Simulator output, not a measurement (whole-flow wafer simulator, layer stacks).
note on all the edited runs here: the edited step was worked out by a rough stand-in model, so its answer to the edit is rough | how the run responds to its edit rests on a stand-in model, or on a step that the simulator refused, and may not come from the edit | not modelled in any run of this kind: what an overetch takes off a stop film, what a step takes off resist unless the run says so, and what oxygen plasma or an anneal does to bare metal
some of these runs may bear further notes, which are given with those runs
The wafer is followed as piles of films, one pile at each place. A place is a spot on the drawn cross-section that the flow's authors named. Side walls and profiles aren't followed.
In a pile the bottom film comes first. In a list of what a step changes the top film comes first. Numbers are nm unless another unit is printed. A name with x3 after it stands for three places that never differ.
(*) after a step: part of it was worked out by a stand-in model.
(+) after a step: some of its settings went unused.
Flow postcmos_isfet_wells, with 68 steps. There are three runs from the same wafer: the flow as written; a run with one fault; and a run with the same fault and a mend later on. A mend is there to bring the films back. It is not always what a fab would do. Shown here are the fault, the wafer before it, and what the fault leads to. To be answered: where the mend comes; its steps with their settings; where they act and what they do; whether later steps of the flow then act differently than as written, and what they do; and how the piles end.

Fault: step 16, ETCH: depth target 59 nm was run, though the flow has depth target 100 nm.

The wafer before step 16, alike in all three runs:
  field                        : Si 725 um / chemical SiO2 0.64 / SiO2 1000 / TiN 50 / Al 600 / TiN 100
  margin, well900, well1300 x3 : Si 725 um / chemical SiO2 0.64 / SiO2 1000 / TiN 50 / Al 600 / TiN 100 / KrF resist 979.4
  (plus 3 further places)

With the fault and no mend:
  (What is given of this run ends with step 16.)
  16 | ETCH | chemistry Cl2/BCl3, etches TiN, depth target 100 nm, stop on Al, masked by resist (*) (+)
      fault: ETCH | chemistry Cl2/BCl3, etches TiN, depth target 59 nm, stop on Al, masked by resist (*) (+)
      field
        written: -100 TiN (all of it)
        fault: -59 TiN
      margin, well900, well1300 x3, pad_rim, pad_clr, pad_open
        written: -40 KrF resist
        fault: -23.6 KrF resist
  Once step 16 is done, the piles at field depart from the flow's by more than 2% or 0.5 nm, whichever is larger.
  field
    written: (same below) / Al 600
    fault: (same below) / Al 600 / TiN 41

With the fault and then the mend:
  The mend follows step 16.
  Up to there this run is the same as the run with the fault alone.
  16a | ETCH | chemistry Cl2/BCl3, etches TiN, depth target 41 nm, stop on Al, masked by resist (a further turn of the flow's step 16, with different settings)
      margin, well900, well1300 x3, pad_rim, pad_clr, pad_open
        -16.4 KrF resist
      field
        -41 TiN (all of it)
  None of the later steps of the flow acts differently than as written at any place that is followed.
  At every place that both follow, the piles at the end match the flow's.
